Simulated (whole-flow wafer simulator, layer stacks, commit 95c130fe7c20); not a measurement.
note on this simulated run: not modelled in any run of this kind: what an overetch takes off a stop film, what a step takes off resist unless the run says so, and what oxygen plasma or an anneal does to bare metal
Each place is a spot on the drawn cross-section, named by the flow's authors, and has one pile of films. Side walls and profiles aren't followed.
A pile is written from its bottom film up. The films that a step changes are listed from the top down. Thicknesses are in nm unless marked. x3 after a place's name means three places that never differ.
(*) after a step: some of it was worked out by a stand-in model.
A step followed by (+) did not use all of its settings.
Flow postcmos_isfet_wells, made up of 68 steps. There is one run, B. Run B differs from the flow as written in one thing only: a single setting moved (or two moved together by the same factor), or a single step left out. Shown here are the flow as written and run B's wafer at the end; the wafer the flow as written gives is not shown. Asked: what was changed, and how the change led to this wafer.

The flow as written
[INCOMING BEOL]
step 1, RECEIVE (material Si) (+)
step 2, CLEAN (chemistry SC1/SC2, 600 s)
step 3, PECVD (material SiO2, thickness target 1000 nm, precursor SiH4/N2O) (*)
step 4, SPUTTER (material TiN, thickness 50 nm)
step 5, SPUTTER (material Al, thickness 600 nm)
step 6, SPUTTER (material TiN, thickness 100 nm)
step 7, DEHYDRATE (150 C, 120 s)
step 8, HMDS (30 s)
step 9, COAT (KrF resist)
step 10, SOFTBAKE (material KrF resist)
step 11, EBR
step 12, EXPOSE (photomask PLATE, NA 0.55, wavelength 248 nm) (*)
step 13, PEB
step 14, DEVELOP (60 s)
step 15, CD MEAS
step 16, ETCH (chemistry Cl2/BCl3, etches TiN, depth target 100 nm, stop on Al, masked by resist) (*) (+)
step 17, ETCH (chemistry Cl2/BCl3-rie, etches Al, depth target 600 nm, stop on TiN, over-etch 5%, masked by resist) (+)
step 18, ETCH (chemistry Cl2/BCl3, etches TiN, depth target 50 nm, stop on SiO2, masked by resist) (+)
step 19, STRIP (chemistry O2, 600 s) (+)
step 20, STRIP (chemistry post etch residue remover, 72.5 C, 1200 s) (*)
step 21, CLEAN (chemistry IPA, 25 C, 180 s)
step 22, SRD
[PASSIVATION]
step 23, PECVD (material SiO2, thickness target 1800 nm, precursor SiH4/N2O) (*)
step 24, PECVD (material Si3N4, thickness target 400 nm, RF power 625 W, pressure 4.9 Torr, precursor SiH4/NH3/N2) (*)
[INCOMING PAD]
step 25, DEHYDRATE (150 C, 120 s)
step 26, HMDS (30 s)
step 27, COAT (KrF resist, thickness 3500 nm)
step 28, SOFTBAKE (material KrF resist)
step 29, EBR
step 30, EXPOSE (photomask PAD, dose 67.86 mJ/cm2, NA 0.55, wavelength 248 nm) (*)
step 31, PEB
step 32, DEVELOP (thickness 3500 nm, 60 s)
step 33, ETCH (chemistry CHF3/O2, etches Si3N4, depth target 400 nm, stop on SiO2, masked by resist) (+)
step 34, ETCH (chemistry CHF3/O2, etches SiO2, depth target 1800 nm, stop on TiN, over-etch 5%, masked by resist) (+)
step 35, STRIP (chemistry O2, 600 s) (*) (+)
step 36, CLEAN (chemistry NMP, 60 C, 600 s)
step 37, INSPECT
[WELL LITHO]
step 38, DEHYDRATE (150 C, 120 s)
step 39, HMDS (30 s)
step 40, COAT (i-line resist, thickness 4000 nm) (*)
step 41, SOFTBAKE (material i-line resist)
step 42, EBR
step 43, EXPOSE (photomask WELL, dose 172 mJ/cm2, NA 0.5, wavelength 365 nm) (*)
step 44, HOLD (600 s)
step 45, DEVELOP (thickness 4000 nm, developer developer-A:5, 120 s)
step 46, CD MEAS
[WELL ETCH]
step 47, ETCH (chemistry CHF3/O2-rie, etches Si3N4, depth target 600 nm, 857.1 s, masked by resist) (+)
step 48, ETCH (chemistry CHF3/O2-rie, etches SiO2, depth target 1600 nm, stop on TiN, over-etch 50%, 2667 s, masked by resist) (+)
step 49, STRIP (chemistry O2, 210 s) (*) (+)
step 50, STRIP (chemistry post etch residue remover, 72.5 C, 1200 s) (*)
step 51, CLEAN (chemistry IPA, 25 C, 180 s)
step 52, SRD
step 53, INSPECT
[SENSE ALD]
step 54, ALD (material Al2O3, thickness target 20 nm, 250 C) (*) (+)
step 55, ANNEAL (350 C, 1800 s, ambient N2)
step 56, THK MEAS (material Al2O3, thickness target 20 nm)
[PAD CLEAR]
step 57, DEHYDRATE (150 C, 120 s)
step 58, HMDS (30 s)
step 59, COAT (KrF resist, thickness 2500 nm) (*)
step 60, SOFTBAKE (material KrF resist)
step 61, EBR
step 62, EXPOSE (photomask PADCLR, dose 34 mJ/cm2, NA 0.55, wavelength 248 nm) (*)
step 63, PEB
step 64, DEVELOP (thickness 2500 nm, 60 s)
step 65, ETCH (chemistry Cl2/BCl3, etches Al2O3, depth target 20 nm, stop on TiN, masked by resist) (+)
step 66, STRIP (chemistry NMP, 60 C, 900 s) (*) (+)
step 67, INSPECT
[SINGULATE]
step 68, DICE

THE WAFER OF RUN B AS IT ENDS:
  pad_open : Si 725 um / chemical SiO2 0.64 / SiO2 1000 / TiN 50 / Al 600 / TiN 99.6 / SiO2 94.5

The reason: step 33, ETCH: depth target 310 nm was run, though the flow has depth target 400 nm.

The path from the change to this, step by step:
  step 33, ETCH (chemistry CHF3/O2, etches Si3N4, depth target 400 nm, stop on SiO2, masked by resist) (+)
      pad_open: -310 Si3N4 (it would be, as written: -400 Si3N4 (all of it))
      field, margin, well900, well1300 x3, pad_rim, pad_clr: -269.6 KrF resist (it would be, as written: -347.8 KrF resist)
  step 34, ETCH (chemistry CHF3/O2, etches SiO2, depth target 1800 nm, stop on TiN, over-etch 5%, masked by resist) (+)
      pad_open: -90 Si3N4 (all of it), -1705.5 SiO2 (it would be, as written: -1800 SiO2 (all of it))
  step 35, STRIP (chemistry O2, 600 s) (*) (+)
      field, margin, well900, well1300 x3, pad_rim, pad_clr: -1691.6 KrF resist (all of it) (it would be, as written: -1613.3 KrF resist (all of it))
  step 41, SOFTBAKE (material i-line resist)
      pad_clr: -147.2 i-line resist (it would be, as written: -156.7 i-line resist)
      pad_open: +111.1 i-line resist (it would be, as written: +115.3 i-line resist)
